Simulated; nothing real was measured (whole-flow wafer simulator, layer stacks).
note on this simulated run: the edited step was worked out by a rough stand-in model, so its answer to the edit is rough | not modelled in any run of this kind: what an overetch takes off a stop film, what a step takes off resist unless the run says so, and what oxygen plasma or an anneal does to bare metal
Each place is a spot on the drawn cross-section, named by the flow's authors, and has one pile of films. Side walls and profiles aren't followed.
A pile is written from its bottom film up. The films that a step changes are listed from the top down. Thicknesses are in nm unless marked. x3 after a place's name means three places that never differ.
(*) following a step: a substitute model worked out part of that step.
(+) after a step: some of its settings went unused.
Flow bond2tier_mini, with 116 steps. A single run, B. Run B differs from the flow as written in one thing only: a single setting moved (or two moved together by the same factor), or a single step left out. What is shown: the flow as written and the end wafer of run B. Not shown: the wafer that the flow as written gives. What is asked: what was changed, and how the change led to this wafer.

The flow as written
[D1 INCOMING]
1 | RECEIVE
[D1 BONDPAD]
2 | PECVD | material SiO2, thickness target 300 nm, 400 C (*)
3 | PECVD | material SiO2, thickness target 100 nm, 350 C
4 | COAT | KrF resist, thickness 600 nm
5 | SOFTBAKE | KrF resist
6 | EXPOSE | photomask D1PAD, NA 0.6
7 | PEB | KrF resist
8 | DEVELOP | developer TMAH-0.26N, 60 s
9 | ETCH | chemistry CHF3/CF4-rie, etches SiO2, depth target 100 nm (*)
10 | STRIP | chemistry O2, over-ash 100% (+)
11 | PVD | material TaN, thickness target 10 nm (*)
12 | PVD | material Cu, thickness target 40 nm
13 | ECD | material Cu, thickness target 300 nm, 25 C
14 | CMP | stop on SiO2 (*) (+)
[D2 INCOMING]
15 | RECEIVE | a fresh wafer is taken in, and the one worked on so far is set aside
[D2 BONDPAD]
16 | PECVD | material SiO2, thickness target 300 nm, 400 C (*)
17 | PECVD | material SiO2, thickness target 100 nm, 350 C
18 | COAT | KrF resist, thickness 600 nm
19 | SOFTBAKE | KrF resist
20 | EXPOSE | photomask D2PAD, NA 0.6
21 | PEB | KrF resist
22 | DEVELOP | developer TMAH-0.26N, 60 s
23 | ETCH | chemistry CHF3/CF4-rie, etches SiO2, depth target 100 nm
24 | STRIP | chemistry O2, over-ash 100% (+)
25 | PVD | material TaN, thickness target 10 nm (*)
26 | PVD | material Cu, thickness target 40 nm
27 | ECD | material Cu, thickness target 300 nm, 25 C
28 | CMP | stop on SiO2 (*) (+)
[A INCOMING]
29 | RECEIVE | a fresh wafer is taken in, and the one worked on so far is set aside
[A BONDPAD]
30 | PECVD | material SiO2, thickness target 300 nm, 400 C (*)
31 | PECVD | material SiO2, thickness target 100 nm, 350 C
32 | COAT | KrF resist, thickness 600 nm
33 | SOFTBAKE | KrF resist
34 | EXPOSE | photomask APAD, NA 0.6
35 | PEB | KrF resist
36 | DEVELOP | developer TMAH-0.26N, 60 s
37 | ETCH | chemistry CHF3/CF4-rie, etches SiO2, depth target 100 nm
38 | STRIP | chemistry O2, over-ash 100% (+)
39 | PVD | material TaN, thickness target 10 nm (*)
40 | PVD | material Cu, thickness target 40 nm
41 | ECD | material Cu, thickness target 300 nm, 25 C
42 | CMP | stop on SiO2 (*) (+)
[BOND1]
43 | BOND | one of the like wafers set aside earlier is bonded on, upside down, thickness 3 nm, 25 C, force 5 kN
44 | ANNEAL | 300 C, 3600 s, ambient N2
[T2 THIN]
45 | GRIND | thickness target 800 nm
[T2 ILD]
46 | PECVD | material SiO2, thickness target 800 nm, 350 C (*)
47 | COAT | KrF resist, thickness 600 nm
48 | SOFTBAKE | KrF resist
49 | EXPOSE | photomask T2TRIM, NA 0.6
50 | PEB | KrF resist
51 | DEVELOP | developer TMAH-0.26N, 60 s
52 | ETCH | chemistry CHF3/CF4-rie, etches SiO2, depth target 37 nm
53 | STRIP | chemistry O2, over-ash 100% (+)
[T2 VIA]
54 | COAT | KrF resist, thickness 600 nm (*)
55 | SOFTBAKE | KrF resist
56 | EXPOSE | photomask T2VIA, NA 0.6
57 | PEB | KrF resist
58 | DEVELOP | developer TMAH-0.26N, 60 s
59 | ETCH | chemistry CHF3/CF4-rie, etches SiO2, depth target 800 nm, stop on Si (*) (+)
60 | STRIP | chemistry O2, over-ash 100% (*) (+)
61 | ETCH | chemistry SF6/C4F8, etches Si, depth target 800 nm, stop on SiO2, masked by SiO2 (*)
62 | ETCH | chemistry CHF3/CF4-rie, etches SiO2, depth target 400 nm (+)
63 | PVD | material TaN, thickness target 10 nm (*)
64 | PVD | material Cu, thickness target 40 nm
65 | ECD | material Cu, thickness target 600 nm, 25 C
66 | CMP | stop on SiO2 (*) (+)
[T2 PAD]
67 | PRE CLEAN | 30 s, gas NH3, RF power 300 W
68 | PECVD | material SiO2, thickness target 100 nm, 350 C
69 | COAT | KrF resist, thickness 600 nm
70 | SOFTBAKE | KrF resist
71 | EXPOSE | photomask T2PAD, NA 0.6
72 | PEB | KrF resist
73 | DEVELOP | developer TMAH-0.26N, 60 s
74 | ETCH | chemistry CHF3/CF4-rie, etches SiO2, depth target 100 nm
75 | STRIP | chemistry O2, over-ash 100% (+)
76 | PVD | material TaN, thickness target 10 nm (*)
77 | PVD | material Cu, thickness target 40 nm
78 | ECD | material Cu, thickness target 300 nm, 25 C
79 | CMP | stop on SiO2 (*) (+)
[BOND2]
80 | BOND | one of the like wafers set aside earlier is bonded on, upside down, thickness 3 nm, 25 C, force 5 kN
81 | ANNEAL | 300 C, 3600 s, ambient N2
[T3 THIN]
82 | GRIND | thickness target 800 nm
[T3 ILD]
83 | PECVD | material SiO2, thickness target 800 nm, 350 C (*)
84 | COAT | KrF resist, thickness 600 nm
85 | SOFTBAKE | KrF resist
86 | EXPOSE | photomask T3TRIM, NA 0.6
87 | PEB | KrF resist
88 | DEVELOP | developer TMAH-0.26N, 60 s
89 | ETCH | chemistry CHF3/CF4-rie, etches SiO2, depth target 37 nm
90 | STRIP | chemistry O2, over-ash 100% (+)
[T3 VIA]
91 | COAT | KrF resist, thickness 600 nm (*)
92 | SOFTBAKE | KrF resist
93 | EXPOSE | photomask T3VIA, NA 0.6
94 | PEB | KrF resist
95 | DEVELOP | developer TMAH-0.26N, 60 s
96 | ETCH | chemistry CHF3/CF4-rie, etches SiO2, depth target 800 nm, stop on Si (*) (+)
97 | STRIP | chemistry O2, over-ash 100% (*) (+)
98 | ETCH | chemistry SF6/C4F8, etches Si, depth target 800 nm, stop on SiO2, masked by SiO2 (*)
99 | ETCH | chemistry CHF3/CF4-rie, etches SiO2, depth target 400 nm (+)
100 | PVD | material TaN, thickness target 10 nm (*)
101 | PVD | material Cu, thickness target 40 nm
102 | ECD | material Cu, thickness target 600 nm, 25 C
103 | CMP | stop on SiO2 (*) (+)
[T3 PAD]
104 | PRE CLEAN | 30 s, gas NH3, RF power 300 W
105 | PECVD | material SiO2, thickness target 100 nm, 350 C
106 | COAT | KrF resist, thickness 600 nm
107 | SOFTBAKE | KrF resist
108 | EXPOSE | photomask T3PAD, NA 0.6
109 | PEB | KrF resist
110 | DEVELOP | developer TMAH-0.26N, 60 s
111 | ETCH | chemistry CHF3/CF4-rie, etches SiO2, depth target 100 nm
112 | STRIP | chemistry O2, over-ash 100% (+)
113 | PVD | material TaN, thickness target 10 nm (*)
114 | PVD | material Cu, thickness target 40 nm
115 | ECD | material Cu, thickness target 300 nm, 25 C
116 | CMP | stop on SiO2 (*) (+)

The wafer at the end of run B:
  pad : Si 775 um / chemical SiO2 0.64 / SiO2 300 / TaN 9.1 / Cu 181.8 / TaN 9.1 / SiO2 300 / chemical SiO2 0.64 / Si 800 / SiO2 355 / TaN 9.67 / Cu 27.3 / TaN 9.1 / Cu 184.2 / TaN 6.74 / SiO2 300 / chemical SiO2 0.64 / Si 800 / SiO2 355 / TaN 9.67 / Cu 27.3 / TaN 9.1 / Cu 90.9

What caused this: step 25, PVD: thickness target 7.4 nm was run, though the flow has thickness target 10 nm.

Step by step, how the change led to this:
  25 | PVD | material TaN, thickness target 10 nm (*)
      field: TaN gains 7.4 (new film) (in the flow as written it would be: TaN gains 10 (new film))
      pad: TaN gains 6.74 (new film) (in the flow as written it would be: TaN gains 9.1 (new film))
      (as well as at 1 more place)
  28 | CMP | stop on SiO2 (*) (+)
      field: Cu loses 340 (all of it), TaN loses 7.4 (all of it) (in the flow as written it would be: Cu loses 340 (all of it), TaN loses 10 (all of it))
  80 | BOND | one of the like wafers set aside earlier is bonded on, upside down, thickness 3 nm, 25 C, force 5 kN
      pad: Si gains 775 um (new film), chemical SiO2 gains 0.64 (new film), SiO2 gains 300 (new film), TaN gains 6.74 (new film), Cu gains 93.3 (in the flow as written it would be: Si gains 775 um (new film), chemical SiO2 gains 0.64 (new film), SiO2 gains 300 (new film), TaN gains 9.1 (new film), Cu gains 90.9)
